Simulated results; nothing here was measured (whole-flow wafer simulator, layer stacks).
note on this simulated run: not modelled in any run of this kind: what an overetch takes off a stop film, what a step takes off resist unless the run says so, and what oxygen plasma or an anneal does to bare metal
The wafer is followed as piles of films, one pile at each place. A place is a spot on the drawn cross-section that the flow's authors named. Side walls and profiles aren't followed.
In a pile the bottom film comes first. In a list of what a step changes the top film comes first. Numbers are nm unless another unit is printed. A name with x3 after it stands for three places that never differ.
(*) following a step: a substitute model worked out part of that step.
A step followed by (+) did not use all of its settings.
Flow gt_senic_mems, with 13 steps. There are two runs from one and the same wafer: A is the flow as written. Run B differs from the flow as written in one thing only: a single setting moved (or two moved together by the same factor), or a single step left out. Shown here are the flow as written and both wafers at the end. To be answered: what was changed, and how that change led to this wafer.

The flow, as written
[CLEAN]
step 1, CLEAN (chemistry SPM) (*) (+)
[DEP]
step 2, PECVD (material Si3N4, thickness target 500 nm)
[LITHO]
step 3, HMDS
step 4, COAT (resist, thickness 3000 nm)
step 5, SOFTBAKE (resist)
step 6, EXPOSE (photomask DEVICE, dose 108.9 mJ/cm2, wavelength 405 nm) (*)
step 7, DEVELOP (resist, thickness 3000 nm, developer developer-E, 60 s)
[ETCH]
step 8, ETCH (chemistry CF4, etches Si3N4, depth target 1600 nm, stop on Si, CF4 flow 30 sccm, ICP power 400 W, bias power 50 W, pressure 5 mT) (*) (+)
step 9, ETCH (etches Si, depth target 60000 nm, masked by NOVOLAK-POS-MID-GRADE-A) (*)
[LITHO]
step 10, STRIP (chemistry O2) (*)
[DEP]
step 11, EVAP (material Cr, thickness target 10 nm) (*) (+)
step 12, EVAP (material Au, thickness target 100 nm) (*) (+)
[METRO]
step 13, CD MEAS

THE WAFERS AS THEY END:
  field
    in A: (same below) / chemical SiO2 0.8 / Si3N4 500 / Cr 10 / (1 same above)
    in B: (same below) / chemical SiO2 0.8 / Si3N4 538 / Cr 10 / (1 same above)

Cause: step 2, PECVD: thickness target 538 nm was run, while the flow as written has thickness target 500 nm.
The wafer itself shows it: field has Si3N4 538, and step 2 as written asks for 500 nm.

How this came from the change, step by step:
  step 2, PECVD (material Si3N4, thickness target 500 nm)
      field, trench: A Si3N4 gains 500 (new film) | B Si3N4 gains 538 (new film)
  step 8, ETCH (chemistry CF4, etches Si3N4, depth target 1600 nm, stop on Si, CF4 flow 30 sccm, ICP power 400 W, bias power 50 W, pressure 5 mT) (*) (+)
      field: A resist loses 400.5 | B resist loses 425.9
      trench: A Si3N4 loses 500 (all of it), chemical SiO2 loses 0.8 (all of it) | B Si3N4 loses 538 (all of it), chemical SiO2 loses 0.8 (all of it)
